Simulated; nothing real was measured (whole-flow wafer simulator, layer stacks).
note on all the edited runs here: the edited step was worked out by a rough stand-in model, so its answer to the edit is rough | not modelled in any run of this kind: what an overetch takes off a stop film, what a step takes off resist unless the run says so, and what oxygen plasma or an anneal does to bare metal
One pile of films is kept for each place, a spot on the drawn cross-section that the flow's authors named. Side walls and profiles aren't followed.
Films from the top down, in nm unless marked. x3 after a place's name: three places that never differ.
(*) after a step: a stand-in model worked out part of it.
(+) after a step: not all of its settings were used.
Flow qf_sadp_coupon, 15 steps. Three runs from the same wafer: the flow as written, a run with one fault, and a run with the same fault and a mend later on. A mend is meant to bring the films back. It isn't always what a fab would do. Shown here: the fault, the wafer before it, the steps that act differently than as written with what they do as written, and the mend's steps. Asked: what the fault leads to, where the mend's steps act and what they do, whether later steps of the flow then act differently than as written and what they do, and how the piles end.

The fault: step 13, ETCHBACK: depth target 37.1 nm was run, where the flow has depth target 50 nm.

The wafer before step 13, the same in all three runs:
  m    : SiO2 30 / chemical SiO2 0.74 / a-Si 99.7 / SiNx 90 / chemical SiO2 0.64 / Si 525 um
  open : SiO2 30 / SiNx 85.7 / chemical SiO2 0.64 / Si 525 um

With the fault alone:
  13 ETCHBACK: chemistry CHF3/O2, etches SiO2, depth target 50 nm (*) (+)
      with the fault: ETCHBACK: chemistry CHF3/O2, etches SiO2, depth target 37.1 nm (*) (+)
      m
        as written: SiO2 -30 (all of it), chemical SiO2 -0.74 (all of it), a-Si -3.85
        with the fault: SiO2 -30 (all of it), chemical SiO2 -0.74 (all of it), a-Si -1.27
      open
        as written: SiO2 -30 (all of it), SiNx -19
        with the fault: SiO2 -30 (all of it), SiNx -6.76
  Later steps of the flow that act differently than as written:
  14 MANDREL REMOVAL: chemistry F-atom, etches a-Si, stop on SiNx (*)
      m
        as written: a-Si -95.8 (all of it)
        with the fault: a-Si -98.4 (all of it)
  At the end the piles differ from the flow's by more than 2% or 0.5 nm, whichever is larger, at open.
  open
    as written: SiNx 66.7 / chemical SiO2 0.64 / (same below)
    with the fault: SiNx 79 / chemical SiO2 0.64 / (same below)

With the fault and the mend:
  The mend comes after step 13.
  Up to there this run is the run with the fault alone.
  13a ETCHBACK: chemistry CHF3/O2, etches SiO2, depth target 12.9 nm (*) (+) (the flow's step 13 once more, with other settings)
      m
        a-Si -2.58
      open
        SiNx -12.3
  No later step of the flow acts differently than as written at any place that is followed.
  At the end the piles are the same as the flow's at every place that both follow.
